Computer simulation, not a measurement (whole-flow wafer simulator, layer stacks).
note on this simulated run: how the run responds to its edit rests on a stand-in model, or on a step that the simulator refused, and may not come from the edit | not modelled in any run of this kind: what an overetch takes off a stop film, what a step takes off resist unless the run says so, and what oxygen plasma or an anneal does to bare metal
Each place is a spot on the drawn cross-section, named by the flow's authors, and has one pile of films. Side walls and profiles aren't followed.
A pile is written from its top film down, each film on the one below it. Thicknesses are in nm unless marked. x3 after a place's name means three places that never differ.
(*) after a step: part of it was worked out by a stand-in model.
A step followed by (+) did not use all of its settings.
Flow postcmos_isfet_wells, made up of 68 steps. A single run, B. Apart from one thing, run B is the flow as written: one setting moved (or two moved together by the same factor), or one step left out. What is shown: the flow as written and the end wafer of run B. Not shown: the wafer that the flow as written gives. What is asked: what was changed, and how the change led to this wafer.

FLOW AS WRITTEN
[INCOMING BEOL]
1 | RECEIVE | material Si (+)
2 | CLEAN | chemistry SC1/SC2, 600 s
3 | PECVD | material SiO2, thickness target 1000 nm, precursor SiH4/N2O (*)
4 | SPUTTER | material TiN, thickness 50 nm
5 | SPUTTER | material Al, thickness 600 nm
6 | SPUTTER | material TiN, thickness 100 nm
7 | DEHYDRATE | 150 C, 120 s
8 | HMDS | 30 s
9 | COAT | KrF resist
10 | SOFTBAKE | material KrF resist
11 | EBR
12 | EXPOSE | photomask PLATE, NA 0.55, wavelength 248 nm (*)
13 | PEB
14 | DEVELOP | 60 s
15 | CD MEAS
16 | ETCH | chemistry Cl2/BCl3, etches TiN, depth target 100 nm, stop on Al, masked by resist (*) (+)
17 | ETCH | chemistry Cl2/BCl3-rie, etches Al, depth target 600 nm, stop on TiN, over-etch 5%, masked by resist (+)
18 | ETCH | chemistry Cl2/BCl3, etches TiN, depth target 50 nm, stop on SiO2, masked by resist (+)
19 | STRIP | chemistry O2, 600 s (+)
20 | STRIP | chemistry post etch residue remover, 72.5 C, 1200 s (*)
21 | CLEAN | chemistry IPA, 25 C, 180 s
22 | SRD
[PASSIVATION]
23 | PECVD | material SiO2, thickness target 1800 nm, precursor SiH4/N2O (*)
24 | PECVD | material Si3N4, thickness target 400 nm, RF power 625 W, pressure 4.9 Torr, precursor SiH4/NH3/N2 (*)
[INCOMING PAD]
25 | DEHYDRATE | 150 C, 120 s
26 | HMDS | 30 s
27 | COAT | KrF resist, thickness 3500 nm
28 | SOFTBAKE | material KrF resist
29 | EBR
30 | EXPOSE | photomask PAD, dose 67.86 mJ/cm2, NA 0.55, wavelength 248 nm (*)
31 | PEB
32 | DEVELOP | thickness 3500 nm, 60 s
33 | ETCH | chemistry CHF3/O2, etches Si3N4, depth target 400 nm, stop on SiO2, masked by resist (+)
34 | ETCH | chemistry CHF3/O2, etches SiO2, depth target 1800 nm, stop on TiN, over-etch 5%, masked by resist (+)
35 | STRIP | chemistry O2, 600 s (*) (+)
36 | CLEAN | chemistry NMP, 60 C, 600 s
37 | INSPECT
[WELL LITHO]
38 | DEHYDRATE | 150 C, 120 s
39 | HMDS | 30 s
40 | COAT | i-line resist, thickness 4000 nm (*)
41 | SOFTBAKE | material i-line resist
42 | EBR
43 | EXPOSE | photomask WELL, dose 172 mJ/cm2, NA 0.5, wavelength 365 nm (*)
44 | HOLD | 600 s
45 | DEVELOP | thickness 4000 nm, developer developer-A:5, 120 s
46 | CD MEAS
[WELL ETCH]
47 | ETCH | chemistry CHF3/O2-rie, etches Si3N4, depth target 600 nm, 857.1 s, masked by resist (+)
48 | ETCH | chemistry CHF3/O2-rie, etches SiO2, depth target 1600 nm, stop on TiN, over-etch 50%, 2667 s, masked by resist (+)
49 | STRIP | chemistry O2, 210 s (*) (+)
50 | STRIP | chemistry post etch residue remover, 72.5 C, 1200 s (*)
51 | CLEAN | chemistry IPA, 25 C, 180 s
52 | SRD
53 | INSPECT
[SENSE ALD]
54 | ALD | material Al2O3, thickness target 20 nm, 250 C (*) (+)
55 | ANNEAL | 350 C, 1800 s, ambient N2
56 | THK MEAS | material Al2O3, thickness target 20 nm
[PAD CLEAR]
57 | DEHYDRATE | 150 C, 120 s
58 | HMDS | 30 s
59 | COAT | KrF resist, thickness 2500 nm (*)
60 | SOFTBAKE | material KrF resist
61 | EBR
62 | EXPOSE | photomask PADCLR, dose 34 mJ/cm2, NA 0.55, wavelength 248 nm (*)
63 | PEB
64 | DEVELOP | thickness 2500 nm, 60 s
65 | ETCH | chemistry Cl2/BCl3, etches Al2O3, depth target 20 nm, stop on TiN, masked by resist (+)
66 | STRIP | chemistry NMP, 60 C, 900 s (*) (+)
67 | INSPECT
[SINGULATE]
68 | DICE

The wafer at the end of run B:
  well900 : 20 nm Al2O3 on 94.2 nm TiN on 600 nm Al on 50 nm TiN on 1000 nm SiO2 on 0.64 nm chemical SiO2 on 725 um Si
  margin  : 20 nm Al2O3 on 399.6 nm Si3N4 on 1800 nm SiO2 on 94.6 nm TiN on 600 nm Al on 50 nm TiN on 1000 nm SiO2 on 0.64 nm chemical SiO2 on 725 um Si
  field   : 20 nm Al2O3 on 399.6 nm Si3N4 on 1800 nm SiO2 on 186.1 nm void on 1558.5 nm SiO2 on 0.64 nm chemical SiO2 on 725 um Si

Cause: step 6, SPUTTER: thickness 95 nm was run, whereas the flow has thickness 100 nm.

How this came from the change, step by step:
  6 | SPUTTER | material TiN, thickness 100 nm
      field, margin, well900, well1300 x3, pad_rim, pad_clr, pad_open: +95 TiN (new film) (in the flow as written it would be: +100 TiN (new film))
  16 | ETCH | chemistry Cl2/BCl3, etches TiN, depth target 100 nm, stop on Al, masked by resist (*) (+)
      field: -95 TiN (all of it) (in the flow as written it would be: -100 TiN (all of it))
  23 | PECVD | material SiO2, thickness target 1800 nm, precursor SiH4/N2O (*)
      field: +1800 SiO2 (new film), +186.1 void (new film), +558.5 SiO2 (in the flow as written it would be: +1800 SiO2 (new film), +189.9 void (new film), +559.7 SiO2)
